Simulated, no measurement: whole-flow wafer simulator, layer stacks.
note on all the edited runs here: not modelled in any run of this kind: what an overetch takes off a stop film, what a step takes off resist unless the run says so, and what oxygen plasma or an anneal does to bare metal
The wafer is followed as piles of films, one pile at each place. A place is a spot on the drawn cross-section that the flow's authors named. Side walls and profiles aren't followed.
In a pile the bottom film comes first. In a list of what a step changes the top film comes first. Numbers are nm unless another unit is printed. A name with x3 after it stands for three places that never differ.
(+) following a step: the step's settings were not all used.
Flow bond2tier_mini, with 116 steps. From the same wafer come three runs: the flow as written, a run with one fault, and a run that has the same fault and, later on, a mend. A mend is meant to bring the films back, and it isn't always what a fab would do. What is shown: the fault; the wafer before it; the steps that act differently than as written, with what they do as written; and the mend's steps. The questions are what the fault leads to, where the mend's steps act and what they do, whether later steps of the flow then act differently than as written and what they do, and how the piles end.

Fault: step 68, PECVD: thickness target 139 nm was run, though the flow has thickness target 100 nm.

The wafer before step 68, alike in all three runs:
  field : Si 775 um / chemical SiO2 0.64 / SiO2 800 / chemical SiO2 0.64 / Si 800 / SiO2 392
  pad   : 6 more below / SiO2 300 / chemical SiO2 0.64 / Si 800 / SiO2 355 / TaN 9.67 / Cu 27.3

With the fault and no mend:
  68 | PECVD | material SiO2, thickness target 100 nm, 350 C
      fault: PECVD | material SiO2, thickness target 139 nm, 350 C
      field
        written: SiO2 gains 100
        fault: SiO2 gains 139
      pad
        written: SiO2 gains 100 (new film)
        fault: SiO2 gains 139 (new film)
  Steps further on in the flow that do not act as written:
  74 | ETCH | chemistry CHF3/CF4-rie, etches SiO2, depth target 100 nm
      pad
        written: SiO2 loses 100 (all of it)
        fault: SiO2 loses 100
  By the end, the piles at field, pad depart from the flow's by more than 2% or 0.5 nm, whichever is larger.
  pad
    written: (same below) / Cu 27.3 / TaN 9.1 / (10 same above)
    fault: (same below) / Cu 27.3 / SiO2 39 / TaN 9.1 / (10 same above)
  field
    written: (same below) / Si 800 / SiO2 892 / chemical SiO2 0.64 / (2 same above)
    fault: (same below) / Si 800 / SiO2 931 / chemical SiO2 0.64 / (2 same above)

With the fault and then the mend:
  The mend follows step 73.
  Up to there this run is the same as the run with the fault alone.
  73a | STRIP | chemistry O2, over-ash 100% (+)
      field
        KrF resist loses 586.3 (all of it)
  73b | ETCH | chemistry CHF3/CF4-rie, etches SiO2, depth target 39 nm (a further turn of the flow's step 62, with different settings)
      field, pad
        SiO2 loses 39
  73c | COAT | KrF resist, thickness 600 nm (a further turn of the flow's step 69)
      field, pad
        KrF resist gains 600 (new film)
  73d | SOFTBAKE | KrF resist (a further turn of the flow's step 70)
      does not change any film at any place that is followed
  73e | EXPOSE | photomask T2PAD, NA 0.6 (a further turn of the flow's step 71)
      does not change any film at any place that is followed
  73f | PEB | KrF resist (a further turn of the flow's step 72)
      does not change any film at any place that is followed
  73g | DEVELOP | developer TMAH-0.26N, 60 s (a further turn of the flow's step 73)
      field
        KrF resist loses 13.7
      pad
        KrF resist loses 600 (all of it)
  Later steps of the flow that are run all act as written at every place that is followed.
  By the end, the piles equal the flow's at every place that both follow.
